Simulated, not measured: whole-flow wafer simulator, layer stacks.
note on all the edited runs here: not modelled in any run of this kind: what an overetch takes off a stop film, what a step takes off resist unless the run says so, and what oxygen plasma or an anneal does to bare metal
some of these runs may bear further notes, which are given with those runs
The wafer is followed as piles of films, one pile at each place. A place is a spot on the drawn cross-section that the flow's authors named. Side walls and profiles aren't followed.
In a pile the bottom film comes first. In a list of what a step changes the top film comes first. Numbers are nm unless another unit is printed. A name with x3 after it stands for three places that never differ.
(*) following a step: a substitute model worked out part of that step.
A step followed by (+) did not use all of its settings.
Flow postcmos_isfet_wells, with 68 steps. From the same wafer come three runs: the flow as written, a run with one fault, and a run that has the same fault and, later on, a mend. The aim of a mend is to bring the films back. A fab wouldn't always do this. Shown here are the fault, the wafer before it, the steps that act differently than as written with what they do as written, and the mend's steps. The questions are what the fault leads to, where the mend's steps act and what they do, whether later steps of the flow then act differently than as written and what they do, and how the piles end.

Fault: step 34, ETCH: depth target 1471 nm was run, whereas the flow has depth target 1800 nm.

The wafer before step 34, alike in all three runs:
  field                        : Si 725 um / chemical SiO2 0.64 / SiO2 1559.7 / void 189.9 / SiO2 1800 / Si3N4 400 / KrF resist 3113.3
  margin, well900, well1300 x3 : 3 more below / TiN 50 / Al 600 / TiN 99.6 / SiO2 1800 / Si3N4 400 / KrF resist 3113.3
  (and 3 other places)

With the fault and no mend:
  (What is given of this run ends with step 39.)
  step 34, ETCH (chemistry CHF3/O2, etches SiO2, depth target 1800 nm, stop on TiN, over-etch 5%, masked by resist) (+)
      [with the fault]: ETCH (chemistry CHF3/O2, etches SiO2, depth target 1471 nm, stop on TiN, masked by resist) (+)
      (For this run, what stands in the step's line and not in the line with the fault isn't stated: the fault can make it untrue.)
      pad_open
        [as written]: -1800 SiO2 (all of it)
        [with the fault]: -1471 SiO2
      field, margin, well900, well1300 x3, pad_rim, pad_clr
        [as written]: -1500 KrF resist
        [with the fault]: -1225.8 KrF resist
  Later steps of the flow acting differently than as written:
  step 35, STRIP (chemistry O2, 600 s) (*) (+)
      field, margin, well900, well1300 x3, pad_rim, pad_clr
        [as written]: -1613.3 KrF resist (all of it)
        [with the fault]: -1887.5 KrF resist (all of it)
  The piles after step 39 differ from the flow's at pad_open by more than 2% or 0.5 nm, whichever is larger.
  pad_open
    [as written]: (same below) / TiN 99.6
    [with the fault]: (same below) / TiN 99.6 / SiO2 329

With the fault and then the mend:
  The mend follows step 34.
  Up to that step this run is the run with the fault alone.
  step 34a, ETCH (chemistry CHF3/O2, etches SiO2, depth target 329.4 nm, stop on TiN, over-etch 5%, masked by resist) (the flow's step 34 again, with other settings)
      field, margin, well900, well1300 x3, pad_rim, pad_clr
        -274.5 KrF resist
      pad_open
        -329 SiO2 (all of it)
  None of the later steps of the flow differs from how it acts as written, at any place that is followed, by more than 2% or 0.5 nm, whichever is larger.
  The piles end the same as the flow's at every place that both follow.
